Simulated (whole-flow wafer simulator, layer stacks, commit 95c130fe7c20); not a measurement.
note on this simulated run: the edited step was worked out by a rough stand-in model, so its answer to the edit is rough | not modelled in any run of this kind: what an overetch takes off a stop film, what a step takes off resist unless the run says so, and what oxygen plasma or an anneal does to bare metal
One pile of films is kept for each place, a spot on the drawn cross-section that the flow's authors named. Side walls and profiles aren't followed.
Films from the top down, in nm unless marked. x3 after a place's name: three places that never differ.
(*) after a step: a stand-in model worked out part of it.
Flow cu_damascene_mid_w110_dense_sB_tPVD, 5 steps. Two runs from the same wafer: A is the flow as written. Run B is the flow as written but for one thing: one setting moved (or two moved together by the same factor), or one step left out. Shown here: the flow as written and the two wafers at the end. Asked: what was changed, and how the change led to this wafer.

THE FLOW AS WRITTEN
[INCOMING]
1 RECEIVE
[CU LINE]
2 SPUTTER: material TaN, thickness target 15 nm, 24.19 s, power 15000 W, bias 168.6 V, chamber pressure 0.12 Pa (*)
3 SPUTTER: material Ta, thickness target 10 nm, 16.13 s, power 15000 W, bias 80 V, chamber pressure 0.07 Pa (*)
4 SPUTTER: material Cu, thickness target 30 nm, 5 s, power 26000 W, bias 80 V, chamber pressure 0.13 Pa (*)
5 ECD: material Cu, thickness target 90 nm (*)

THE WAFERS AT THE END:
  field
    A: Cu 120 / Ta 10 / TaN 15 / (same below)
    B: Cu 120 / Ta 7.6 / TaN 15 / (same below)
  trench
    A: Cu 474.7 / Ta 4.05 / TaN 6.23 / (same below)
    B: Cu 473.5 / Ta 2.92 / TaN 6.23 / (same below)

The cause: step 3, SPUTTER: power 11400 W was run, where the flow has power 15000 W.

How the change led to this, step by step:
  3 SPUTTER: material Ta, thickness target 10 nm, 16.13 s, power 15000 W, bias 80 V, chamber pressure 0.07 Pa (*)
      field: A Ta +10 (new film) | B Ta +7.6 (new film)
      trench: A Ta +4.05 (new film) | B Ta +2.92 (new film)
